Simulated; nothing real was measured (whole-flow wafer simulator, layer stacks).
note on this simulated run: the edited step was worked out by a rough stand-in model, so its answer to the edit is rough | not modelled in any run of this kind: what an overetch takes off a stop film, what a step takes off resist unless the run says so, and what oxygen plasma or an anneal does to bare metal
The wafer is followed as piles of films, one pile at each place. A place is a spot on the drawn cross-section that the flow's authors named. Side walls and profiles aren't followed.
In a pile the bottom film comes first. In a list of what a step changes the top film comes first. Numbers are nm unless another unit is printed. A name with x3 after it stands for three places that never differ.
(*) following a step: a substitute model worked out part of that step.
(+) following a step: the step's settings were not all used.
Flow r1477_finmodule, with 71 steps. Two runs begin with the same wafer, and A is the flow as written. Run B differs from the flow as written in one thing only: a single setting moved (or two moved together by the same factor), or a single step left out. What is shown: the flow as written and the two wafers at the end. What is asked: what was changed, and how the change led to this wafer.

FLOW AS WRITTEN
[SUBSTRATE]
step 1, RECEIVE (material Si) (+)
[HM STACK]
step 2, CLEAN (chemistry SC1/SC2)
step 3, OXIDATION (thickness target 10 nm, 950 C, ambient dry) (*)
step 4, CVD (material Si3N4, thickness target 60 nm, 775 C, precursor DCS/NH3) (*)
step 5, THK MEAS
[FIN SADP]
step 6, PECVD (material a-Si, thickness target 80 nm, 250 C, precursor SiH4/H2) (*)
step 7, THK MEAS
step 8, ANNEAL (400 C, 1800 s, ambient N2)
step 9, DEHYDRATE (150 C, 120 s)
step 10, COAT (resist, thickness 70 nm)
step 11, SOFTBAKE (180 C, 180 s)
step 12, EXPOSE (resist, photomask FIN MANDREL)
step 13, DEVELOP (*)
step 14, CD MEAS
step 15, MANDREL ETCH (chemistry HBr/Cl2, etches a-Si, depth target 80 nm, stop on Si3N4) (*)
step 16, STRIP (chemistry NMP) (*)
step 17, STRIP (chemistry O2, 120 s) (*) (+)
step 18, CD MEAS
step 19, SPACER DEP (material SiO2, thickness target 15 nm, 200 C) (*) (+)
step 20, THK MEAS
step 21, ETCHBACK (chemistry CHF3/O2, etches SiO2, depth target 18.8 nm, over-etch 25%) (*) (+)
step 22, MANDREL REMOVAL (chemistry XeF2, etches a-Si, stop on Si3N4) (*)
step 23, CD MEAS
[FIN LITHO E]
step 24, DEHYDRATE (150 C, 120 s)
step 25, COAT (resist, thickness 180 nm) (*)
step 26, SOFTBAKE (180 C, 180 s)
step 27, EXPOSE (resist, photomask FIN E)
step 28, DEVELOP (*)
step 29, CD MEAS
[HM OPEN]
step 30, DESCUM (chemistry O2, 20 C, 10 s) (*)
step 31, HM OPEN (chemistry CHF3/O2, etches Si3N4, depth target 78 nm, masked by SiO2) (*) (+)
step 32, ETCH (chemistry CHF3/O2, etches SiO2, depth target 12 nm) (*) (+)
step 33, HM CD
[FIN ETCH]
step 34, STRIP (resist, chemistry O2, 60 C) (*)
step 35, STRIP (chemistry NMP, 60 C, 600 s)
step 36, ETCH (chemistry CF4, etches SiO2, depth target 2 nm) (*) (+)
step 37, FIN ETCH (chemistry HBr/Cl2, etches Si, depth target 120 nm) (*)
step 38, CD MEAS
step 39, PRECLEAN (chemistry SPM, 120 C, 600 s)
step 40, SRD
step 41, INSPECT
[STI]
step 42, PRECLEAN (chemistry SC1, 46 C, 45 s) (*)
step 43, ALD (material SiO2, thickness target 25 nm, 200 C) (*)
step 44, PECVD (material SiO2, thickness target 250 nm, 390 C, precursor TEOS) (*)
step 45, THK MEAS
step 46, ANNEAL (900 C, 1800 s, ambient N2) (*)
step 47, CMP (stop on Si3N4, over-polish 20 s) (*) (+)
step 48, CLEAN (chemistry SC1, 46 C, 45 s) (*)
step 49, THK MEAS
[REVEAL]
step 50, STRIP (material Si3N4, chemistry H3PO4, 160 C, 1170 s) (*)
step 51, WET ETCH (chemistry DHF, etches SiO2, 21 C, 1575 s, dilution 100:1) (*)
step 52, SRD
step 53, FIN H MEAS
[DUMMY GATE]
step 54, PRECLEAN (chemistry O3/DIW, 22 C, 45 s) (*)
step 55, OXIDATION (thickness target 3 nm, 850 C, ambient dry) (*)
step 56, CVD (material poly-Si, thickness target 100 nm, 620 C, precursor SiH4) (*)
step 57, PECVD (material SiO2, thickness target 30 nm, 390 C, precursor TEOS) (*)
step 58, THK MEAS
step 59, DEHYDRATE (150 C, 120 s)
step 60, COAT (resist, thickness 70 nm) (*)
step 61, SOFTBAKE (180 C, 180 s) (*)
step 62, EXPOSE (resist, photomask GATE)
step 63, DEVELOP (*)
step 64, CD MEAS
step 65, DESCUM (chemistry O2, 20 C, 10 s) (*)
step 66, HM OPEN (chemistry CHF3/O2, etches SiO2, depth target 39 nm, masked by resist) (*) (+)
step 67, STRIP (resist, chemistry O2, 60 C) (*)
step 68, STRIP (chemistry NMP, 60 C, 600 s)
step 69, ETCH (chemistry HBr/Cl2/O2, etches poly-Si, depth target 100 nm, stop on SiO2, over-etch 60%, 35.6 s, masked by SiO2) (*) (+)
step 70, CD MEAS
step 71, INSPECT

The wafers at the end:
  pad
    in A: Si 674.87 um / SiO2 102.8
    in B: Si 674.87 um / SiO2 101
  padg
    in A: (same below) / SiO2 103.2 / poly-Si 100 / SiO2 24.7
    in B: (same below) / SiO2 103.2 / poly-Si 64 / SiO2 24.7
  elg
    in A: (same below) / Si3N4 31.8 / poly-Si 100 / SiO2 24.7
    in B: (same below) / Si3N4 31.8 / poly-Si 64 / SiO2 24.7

What caused this: step 56, CVD: thickness target 64 nm was run, whereas the flow has thickness target 100 nm.
One can read it off the wafer: padg has poly-Si 64, and step 56 as written asks for 100 nm.

The path from the change to this, step by step:
  step 56, CVD (material poly-Si, thickness target 100 nm, 620 C, precursor SiH4) (*)
      pad, padg, elg and 26 more: A +100 poly-Si (new film) | B +64 poly-Si (new film)
      s40cg, s40co: A +113.9 poly-Si (new film) | B +76.7 poly-Si (new film)
      (and at 5 other places as well)
  step 60, COAT (resist, thickness 70 nm) (*)
      s50cg, s50co: A +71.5 resist (new film) | B +73.2 resist (new film)
  step 63, DEVELOP (*)
      s50co: A -71.5 resist (all of it) | B -73.2 resist (all of it)
  step 67, STRIP (resist, chemistry O2, 60 C) (*)
      s40cg: A -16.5 resist (all of it) | B -17.5 resist (all of it)
      s45cg: A -16.9 resist (all of it) | B -18.2 resist (all of it)
      (and at 1 other place as well)
  step 69, ETCH (chemistry HBr/Cl2/O2, etches poly-Si, depth target 100 nm, stop on SiO2, over-etch 60%, 35.6 s, masked by SiO2) (*) (+)
      pad, eso, e40so and 8 more: A -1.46 chemical SiO2 (all of it), -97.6 poly-Si (all of it), -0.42 SiO2 | B -1.46 chemical SiO2 (all of it), -61.6 poly-Si (all of it), -2.22 SiO2
      elo, e40lo, e100lo, e200lo: A -1.46 chemical SiO2 (all of it), -97.6 poly-Si (all of it), -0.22 Si3N4 | B -1.46 chemical SiO2 (all of it), -61.6 poly-Si (all of it), -3.49 Si3N4
      (and at 3 other places as well)
